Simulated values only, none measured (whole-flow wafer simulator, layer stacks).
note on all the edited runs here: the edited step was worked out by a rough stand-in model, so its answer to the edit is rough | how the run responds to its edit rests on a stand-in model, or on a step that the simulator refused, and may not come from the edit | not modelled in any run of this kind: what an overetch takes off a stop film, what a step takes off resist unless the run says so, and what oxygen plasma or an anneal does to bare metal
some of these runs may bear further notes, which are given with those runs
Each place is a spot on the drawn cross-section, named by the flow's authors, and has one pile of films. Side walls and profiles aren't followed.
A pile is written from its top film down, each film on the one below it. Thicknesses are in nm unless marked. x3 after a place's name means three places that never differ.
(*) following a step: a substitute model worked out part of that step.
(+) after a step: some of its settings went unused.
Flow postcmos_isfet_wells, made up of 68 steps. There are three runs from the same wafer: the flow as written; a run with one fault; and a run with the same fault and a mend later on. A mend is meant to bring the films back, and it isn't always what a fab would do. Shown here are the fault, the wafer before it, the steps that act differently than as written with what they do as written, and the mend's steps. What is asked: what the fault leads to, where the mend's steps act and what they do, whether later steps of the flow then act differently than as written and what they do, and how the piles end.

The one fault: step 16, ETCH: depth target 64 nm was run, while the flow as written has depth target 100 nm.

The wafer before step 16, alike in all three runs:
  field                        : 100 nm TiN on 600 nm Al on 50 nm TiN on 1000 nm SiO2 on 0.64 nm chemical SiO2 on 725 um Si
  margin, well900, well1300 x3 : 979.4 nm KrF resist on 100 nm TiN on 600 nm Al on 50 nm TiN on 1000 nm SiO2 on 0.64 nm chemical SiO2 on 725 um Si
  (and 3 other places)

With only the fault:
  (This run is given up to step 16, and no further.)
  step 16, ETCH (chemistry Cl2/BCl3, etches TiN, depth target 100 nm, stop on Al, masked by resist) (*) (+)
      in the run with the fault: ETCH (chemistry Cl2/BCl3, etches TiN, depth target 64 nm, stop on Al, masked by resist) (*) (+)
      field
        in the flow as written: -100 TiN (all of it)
        in the run with the fault: -64 TiN
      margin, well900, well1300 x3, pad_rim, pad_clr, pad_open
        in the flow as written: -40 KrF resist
        in the run with the fault: -25.6 KrF resist
  Once step 16 is done, the piles at field depart from the flow's by more than 2% or 0.5 nm, whichever is larger.
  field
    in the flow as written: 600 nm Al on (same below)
    in the run with the fault: 36 nm TiN on 600 nm Al on (same below)

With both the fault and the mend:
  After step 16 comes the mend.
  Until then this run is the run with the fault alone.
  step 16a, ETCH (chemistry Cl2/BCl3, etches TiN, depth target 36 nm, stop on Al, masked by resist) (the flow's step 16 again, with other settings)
      margin, well900, well1300 x3, pad_rim, pad_clr, pad_open
        -14.4 KrF resist
      field
        -36 TiN (all of it)
  Every later step of the flow that is run acts as written at every place that is followed.
  By the end, the piles equal the flow's at every place that both follow.
